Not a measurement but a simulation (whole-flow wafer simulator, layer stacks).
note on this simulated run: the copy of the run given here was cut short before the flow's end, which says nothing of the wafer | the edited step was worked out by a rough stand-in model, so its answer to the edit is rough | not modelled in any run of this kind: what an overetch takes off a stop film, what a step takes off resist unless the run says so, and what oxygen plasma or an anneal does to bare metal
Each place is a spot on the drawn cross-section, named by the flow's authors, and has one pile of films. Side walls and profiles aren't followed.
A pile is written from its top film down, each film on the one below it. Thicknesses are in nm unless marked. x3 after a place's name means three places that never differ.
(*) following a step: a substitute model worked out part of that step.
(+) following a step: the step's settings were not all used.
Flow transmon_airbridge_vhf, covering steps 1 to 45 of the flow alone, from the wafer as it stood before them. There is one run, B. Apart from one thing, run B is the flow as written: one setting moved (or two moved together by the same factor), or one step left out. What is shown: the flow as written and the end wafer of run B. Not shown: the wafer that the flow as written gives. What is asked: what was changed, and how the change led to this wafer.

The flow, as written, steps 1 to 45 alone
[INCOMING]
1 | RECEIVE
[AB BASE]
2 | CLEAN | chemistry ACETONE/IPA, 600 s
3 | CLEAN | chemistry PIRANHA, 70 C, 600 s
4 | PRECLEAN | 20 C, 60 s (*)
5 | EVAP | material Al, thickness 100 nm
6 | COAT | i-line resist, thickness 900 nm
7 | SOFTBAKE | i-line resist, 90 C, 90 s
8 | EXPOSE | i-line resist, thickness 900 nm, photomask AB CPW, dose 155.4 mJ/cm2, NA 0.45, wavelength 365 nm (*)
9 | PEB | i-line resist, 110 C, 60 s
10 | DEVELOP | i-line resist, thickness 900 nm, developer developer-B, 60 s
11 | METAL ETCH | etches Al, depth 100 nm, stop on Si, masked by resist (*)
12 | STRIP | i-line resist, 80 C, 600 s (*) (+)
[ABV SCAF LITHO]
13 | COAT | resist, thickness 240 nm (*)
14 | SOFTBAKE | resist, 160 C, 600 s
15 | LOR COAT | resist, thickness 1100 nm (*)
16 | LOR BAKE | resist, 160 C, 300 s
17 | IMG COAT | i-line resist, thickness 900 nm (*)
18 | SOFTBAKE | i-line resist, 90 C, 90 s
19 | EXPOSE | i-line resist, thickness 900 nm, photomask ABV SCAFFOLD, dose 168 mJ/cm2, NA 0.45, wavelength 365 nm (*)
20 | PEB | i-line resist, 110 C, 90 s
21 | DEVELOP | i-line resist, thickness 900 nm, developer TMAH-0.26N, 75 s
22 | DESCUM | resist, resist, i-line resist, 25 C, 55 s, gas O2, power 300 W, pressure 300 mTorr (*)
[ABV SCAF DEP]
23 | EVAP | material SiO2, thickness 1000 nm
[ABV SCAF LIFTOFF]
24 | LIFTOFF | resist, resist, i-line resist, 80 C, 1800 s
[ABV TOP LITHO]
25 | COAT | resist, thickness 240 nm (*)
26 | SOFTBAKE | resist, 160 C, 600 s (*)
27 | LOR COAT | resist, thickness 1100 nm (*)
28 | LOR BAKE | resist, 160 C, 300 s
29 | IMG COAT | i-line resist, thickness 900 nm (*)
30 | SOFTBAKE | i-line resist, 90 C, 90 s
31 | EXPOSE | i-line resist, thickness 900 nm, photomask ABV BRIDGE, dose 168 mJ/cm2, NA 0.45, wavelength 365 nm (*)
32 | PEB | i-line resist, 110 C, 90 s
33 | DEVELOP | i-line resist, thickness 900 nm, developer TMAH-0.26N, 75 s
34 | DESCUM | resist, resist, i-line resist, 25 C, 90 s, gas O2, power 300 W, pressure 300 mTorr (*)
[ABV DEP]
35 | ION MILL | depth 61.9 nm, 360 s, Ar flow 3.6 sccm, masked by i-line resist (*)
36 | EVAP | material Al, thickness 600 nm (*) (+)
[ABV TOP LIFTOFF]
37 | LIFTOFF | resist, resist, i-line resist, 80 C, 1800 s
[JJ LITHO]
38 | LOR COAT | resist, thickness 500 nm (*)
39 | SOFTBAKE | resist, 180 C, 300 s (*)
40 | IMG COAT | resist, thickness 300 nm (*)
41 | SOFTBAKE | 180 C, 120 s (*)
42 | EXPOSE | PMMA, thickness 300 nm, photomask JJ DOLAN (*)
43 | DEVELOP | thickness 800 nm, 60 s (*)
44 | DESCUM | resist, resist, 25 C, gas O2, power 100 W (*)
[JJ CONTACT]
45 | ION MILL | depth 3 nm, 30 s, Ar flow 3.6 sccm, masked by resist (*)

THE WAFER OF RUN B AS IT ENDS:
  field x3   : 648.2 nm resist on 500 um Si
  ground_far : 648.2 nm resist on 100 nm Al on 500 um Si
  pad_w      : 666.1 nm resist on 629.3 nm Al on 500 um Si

The reason: step 40, IMG COAT: thickness 180 nm was run, while the flow as written has thickness 300 nm.

Step by step, how the change led to this:
  40 | IMG COAT | resist, thickness 300 nm (*)
      field x3, jj_line, ground_far, trace_open_s x2: resist gains 180 (in the flow as written it would be: resist gains 300)
      pad_w, pad_e: resist gains 180.9 (in the flow as written it would be: resist gains 300.1)
      (and at 8 other places as well)
  43 | DEVELOP | thickness 800 nm, 60 s (*)
      jj_line: resist loses 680 (all of it) (in the flow as written it would be: resist loses 800 (all of it))
